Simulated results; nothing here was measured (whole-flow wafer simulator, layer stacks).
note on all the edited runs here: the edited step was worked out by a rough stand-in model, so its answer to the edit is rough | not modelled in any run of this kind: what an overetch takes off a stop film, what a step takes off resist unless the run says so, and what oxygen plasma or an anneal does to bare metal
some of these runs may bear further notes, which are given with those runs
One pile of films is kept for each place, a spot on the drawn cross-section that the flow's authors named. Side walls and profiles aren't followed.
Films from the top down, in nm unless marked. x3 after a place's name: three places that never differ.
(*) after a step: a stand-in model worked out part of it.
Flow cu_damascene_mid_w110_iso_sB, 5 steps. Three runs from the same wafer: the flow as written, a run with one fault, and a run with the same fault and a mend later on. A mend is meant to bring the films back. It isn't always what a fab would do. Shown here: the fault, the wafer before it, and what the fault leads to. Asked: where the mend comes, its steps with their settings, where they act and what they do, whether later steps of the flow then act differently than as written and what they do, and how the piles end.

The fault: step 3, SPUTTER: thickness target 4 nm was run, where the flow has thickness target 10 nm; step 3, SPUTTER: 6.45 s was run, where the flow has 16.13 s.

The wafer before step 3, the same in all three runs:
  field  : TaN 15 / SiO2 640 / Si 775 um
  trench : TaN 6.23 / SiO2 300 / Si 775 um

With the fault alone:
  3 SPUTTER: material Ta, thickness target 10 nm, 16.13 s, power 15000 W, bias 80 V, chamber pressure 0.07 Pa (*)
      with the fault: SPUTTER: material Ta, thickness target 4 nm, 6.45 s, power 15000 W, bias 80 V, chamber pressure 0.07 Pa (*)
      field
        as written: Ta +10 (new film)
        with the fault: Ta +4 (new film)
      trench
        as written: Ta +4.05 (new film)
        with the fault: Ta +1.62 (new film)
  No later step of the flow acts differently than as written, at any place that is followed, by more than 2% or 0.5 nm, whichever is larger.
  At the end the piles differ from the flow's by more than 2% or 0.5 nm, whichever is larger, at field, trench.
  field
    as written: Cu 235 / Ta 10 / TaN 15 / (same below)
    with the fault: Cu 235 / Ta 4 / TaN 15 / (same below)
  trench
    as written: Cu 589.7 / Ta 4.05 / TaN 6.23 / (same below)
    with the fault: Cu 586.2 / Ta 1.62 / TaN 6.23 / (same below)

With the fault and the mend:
  The mend comes after step 3.
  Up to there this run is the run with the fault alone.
  3a SPUTTER: material Ta, thickness target 6 nm, 9.678 s, power 15000 W, bias 80 V, chamber pressure 0.07 Pa (*) (the flow's step 3 once more, with other settings)
      field
        Ta +6
      trench
        Ta +2.39
  No later step of the flow acts differently than as written at any place that is followed.
  At the end the piles differ from the flow's only slightly at the places that both follow, by at most 2% or 0.5 nm, whichever is larger.
